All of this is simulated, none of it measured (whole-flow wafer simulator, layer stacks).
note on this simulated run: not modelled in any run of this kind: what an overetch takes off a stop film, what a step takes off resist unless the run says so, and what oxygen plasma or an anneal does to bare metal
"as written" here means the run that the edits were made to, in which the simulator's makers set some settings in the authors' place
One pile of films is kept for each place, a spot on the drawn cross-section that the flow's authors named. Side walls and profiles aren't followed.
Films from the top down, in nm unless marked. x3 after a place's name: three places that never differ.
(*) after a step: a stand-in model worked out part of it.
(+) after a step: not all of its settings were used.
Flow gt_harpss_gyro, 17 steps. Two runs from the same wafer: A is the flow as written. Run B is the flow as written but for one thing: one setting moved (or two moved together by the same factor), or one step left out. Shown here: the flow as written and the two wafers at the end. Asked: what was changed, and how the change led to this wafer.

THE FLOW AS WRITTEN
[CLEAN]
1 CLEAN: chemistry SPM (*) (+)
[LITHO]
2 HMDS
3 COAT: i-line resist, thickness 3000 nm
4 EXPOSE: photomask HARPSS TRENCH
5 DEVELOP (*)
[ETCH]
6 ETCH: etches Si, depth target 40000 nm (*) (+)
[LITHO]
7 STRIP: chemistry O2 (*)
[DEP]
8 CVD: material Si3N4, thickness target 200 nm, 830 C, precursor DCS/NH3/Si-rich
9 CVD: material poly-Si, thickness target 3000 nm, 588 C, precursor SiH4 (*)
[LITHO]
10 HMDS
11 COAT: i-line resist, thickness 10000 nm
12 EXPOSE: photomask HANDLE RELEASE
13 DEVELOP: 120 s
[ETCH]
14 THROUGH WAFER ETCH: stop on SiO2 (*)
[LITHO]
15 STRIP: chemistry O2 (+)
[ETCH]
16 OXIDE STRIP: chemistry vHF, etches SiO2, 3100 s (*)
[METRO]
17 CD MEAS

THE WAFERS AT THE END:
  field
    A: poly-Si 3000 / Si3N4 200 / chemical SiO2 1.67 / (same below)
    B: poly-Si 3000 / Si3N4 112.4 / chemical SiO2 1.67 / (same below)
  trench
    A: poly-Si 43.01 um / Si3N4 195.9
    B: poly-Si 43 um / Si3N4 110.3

The cause: step 8, CVD: thickness target 112.4 nm was run, where the flow has thickness target 200 nm.
It can be read off the wafer: field has Si3N4 112.4, and step 8 as written asks for 200 nm.

How the change led to this, step by step:
  8 CVD: material Si3N4, thickness target 200 nm, 830 C, precursor DCS/NH3/Si-rich
      field: A Si3N4 +200 (new film) | B Si3N4 +112.4 (new film)
      trench: A Si3N4 +195.9 (new film) | B Si3N4 +110.3 (new film)
  9 CVD: material poly-Si, thickness target 3000 nm, 588 C, precursor SiH4 (*)
      trench: A poly-Si +43.01 um (new film) | B poly-Si +43 um (new film)
